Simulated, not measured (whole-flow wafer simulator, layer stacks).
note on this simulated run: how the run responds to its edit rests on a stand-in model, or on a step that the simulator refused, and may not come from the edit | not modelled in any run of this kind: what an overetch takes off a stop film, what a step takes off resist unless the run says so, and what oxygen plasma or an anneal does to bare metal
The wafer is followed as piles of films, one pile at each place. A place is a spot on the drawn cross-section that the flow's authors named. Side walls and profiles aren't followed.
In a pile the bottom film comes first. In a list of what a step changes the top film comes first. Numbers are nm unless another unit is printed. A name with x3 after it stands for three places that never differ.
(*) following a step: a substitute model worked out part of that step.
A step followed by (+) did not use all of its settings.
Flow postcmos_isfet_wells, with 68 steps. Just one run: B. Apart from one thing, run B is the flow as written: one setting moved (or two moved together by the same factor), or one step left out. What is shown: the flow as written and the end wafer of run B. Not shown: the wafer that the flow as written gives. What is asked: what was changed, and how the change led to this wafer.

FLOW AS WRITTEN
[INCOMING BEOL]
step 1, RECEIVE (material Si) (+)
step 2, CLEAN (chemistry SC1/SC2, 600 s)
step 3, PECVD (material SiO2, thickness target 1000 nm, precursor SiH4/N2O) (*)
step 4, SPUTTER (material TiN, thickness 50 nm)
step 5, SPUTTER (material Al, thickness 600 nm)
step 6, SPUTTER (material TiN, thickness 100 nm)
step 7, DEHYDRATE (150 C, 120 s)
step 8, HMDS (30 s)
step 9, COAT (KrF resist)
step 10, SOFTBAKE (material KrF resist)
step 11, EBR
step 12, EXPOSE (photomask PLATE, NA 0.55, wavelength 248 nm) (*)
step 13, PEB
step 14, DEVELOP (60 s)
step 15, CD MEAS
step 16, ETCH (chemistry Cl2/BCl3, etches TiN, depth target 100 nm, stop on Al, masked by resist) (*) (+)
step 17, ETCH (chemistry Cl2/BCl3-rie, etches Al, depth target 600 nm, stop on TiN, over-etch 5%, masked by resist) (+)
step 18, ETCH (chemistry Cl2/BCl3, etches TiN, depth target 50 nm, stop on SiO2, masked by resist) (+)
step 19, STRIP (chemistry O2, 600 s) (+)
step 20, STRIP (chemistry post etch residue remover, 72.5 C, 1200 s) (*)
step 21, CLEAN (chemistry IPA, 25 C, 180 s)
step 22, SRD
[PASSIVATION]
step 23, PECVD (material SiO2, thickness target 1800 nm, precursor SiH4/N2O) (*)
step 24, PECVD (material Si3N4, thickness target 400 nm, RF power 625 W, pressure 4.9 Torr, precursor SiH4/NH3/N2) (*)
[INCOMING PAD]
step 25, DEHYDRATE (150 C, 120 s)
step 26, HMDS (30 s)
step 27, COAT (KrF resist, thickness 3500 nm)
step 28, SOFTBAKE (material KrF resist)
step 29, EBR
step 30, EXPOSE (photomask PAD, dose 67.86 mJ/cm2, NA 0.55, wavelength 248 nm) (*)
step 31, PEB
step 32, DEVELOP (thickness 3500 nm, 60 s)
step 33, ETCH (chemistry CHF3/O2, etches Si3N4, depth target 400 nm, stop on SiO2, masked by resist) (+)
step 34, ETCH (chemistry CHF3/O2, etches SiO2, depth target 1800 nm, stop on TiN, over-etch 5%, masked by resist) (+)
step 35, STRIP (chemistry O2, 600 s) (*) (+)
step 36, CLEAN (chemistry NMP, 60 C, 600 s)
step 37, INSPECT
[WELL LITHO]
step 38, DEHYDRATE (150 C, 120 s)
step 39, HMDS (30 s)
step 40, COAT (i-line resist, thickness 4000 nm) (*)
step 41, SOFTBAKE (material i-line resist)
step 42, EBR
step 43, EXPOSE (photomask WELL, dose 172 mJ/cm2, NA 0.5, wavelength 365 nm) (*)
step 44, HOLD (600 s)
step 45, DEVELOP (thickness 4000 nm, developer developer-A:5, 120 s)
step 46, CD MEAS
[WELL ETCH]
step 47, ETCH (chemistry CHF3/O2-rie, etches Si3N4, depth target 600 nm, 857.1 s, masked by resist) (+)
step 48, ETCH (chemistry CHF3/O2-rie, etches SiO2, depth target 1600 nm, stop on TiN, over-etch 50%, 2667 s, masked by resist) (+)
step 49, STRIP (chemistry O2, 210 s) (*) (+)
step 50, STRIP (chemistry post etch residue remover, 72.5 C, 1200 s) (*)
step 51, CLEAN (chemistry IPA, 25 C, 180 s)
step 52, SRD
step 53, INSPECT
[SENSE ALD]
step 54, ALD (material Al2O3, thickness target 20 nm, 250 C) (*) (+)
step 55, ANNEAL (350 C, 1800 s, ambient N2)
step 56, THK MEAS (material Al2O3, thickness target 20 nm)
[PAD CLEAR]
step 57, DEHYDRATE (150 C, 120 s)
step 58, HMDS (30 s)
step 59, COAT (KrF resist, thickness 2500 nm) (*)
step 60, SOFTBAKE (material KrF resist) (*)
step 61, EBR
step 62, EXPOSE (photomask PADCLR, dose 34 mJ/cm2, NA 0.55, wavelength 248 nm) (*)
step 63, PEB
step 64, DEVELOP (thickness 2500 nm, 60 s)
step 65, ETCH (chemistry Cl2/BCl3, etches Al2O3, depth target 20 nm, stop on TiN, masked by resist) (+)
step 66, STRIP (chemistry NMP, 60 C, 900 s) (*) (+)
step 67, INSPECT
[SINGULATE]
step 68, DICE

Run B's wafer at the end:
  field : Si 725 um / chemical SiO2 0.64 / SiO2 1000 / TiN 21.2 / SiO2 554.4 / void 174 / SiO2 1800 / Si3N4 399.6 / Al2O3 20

Cause: step 18, ETCH: depth target 28.4 nm was run, whereas the flow has depth target 50 nm.

Step by step, how the change led to this:
  step 18, ETCH (chemistry Cl2/BCl3, etches TiN, depth target 50 nm, stop on SiO2, masked by resist) (+)
      field: -28.4 TiN (as written it would have been: -50 TiN (all of it))
      margin, well900, well1300 x3, pad_rim, pad_clr, pad_open: -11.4 KrF resist (as written it would have been: -20 KrF resist)
  step 23, PECVD (material SiO2, thickness target 1800 nm, precursor SiH4/N2O) (*)
      field: +1800 SiO2 (new film), +174 void (new film), +554.4 SiO2 (new film) (as written it would have been: +1800 SiO2 (new film), +189.9 void (new film), +559.7 SiO2)
Taking metal films that touch as one body, field has 1 body; the flow as written gives 0 bodies.
